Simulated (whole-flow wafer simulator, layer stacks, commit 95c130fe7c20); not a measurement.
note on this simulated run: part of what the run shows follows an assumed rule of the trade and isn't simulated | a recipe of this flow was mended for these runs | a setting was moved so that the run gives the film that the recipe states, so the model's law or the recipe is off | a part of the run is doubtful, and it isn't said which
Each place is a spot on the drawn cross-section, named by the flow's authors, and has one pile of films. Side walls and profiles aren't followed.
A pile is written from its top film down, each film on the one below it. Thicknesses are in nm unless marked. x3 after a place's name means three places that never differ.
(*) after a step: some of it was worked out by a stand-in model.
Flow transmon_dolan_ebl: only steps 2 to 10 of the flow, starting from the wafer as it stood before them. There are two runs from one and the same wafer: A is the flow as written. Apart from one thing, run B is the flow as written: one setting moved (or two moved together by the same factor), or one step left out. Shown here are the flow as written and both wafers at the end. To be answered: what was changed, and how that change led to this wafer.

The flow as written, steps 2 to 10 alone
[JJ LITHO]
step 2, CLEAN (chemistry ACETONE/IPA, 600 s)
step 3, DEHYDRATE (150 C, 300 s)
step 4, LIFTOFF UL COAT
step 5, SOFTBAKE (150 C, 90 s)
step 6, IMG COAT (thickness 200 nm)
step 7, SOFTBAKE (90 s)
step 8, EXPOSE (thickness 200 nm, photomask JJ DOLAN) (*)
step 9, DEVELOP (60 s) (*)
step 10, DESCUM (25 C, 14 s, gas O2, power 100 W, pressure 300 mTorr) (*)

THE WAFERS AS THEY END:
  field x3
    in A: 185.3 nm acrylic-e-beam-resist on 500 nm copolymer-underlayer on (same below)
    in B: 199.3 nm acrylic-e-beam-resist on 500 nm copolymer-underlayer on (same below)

What caused this: step 6, IMG COAT: thickness 214 nm was run, while the flow as written has thickness 200 nm; step 8, EXPOSE: thickness 214 nm was run, where the flow has thickness 200 nm.

The path from the change to this, step by step:
  step 6, IMG COAT (thickness 200 nm)
      field x3, jj_line: A +200 acrylic-e-beam-resist (new film) | B +214 acrylic-e-beam-resist (new film)
  step 9, DEVELOP (60 s) (*)
      jj_line: A -200 acrylic-e-beam-resist (all of it), -500 copolymer-underlayer (all of it) | B -214 acrylic-e-beam-resist (all of it), -500 copolymer-underlayer (all of it)
